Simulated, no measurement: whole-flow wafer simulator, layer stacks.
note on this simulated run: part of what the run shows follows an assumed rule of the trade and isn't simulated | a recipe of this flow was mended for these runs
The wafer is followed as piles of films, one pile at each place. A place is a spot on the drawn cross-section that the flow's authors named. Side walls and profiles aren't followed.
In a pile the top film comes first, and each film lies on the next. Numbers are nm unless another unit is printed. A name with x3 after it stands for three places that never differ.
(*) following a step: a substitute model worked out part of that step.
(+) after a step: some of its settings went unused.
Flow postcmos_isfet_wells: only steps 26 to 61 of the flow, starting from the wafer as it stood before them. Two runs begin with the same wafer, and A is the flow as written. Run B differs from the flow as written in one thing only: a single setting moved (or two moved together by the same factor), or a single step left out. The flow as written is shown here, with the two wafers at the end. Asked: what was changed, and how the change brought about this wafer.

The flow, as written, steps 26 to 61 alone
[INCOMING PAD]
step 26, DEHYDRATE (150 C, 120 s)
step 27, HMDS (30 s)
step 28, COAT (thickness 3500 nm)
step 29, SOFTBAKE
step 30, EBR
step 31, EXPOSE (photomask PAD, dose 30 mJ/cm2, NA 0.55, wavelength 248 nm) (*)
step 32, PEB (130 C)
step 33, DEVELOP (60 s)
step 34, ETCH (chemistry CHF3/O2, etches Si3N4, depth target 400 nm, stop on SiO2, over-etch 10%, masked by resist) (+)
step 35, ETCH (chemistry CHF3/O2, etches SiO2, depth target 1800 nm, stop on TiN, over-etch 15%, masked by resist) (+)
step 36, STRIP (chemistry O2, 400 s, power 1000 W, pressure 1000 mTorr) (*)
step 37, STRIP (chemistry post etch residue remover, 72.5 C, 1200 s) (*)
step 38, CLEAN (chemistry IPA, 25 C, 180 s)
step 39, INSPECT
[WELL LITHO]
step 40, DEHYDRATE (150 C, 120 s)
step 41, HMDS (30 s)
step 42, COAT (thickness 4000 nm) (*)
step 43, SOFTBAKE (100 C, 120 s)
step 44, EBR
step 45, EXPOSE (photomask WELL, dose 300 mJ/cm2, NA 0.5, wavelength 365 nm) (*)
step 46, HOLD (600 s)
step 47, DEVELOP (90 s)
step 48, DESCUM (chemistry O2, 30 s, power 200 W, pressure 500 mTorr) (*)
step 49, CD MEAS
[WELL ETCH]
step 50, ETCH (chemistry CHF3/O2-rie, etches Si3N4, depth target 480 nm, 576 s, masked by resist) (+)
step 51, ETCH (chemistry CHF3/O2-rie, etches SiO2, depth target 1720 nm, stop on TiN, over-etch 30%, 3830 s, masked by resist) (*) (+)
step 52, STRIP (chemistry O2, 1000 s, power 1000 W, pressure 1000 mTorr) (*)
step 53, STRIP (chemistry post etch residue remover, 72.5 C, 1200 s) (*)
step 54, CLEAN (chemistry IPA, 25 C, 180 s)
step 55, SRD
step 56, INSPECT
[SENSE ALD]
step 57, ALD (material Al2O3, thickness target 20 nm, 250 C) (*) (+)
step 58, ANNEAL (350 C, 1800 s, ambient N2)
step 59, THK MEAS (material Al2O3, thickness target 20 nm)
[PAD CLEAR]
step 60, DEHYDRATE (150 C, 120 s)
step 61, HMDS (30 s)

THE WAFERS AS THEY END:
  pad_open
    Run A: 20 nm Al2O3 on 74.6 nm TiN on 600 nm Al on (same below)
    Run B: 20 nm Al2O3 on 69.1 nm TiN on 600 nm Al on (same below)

Cause: step 34, ETCH: depth target 520 nm was run, whereas the flow has depth target 400 nm.

The path from the change to this, step by step:
  step 34, ETCH (chemistry CHF3/O2, etches Si3N4, depth target 400 nm, stop on SiO2, over-etch 10%, masked by resist) (+)
      field, margin x2, well900 x4, pad_clr: A -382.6 thick-KrF-resist | B -497.4 thick-KrF-resist
      pad_open: A -400 Si3N4 (all of it), -20 SiO2 | B -400 Si3N4 (all of it), -86 SiO2
  step 35, ETCH (chemistry CHF3/O2, etches SiO2, depth target 1800 nm, stop on TiN, over-etch 15%, masked by resist) (+)
      field, margin x2, well900 x4, pad_clr: A -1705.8 thick-KrF-resist | B -1642.6 thick-KrF-resist
      pad_open: A -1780 SiO2 (all of it), -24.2 TiN | B -1714 SiO2 (all of it), -29.7 TiN
  step 36, STRIP (chemistry O2, 400 s, power 1000 W, pressure 1000 mTorr) (*)
      field, margin x2, well900 x4, pad_clr: A -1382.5 thick-KrF-resist (all of it) | B -1331 thick-KrF-resist (all of it)
